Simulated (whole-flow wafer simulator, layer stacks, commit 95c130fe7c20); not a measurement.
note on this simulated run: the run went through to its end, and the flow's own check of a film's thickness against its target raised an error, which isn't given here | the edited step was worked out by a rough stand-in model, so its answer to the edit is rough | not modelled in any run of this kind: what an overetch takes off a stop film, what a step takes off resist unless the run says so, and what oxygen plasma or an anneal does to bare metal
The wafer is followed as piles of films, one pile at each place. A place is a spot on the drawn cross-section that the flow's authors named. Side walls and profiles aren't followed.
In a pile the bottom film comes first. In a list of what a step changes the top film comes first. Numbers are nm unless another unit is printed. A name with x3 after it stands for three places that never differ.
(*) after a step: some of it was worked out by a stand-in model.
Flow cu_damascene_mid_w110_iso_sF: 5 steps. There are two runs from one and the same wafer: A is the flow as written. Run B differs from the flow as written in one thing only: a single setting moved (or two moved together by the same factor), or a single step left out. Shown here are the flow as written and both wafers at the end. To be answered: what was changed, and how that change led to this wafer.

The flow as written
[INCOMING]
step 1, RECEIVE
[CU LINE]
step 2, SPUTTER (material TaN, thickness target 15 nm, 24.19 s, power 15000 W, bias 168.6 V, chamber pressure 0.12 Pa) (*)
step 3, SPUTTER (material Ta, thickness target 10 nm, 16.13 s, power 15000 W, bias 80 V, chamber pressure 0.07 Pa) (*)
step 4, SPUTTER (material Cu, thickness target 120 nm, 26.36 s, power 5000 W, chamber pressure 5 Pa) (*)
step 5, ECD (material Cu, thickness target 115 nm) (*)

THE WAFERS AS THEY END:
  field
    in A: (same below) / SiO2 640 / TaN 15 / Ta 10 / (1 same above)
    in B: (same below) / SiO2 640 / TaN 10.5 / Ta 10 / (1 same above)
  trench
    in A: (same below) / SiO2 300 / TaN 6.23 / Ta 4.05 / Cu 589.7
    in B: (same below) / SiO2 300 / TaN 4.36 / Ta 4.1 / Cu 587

The reason: step 2, SPUTTER: thickness target 10.5 nm was run, though the flow has thickness target 15 nm; step 2, SPUTTER: 16.93 s was run, where the flow has 24.19 s.
The wafer itself shows it: field has TaN 10.5, and step 2 as written asks for 15 nm.

The path from the change to this, step by step:
  step 2, SPUTTER (material TaN, thickness target 15 nm, 24.19 s, power 15000 W, bias 168.6 V, chamber pressure 0.12 Pa) (*)
      field: A TaN gains 15 (new film) | B TaN gains 10.5 (new film)
      trench: A TaN gains 6.23 (new film) | B TaN gains 4.36 (new film)
